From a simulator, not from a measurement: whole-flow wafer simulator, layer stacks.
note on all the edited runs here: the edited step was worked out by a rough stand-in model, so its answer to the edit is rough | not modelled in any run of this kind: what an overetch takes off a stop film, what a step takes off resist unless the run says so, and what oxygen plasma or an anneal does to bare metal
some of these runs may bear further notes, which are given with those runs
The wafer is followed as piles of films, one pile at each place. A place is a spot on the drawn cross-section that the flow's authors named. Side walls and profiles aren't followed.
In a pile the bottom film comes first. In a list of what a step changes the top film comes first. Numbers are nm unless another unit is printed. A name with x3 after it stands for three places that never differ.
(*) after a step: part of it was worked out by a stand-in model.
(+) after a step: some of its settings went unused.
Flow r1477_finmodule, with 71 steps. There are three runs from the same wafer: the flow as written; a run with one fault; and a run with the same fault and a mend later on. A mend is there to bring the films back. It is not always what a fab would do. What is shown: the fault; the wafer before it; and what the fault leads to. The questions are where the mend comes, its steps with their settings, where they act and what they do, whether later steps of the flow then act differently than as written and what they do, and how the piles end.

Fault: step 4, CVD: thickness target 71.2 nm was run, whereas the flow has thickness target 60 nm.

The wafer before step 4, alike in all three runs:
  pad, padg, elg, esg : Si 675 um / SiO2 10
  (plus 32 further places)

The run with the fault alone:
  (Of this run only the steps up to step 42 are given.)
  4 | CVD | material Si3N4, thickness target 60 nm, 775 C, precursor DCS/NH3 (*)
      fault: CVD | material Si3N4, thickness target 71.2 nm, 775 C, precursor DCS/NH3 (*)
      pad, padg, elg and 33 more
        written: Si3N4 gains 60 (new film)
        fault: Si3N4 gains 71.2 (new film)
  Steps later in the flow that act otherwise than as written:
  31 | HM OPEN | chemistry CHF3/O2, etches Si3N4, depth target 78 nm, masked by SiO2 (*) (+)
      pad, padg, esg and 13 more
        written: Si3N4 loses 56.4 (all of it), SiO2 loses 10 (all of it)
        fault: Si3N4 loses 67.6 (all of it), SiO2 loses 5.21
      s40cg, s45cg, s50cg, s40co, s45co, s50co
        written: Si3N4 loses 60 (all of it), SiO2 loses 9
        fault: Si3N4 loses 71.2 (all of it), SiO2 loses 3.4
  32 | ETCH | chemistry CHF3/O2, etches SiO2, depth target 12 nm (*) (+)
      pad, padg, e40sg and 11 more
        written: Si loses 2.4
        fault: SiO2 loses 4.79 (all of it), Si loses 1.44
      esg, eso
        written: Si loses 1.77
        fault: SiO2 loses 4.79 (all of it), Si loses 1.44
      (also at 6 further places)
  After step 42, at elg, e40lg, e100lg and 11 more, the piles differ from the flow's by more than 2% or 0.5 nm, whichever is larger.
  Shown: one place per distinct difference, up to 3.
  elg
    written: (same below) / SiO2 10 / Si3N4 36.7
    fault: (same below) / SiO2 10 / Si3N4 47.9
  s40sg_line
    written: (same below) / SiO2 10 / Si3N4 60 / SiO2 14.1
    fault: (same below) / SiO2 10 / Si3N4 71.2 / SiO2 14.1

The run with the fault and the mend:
  The mend follows step 5.
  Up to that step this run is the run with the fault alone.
  5a | ETCH | chemistry h3po4, depth target 81.88 nm
      pad, padg, elg and 33 more
        Si3N4 loses 71.2 (all of it)
  5b | CLEAN | chemistry SC1/SC2 (the flow's step 2, run once more)
      does not change any film at any place that is followed
  5c | CVD | material Si3N4, thickness target 60 nm, 775 C, precursor DCS/NH3 (*) (the flow's step 4, run once more)
      pad, padg, elg and 33 more
        Si3N4 gains 60 (new film)
  None of the later steps of the flow acts differently than as written at any place that is followed.
  The piles end the same as the flow's at every place that both follow.
